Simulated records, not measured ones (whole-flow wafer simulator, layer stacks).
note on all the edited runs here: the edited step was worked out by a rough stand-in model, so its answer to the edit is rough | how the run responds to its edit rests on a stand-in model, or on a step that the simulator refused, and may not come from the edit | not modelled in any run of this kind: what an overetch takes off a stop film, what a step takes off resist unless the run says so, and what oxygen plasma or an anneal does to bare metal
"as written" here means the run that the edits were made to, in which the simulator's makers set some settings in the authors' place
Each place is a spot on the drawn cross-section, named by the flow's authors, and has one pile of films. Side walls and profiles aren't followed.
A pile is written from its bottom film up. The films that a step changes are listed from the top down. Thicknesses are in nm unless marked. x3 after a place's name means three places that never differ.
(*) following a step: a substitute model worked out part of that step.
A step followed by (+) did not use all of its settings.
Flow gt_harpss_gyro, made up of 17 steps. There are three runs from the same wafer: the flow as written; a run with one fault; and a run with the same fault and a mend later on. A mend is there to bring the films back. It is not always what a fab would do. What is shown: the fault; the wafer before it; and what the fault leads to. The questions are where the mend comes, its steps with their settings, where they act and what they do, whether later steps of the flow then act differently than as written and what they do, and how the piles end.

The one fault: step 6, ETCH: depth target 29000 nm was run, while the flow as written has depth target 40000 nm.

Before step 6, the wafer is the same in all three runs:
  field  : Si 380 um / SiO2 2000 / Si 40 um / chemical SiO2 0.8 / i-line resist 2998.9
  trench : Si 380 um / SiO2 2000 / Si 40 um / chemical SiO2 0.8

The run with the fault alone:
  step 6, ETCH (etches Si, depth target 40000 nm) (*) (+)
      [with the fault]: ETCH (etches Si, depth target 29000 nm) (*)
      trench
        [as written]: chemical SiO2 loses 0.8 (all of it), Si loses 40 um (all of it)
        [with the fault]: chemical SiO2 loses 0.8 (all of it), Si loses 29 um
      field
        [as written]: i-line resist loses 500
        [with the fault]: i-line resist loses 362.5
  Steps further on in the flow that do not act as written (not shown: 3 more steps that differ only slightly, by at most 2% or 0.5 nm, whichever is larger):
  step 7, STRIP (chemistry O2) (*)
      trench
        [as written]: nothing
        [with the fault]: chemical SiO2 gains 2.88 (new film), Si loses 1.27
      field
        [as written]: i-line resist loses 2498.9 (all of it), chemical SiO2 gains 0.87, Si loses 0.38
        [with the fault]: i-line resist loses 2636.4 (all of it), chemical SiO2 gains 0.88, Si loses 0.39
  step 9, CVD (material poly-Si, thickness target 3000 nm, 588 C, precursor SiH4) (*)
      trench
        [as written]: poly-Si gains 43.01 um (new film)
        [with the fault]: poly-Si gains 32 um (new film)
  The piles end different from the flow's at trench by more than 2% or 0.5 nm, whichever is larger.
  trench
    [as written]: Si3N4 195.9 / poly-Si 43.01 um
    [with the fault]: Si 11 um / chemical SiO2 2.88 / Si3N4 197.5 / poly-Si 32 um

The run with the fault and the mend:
  The mend follows step 6.
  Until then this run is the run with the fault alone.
  step 6a, ETCH (etches Si, depth target 11000 nm) (*) (+) (a further turn of the flow's step 6, with different settings)
      field
        i-line resist loses 137.5
      trench
        Si loses 11 um (all of it)
  Every later step of the flow that is run acts as written at every place that is followed.
  At every place that both follow, the piles at the end match the flow's.
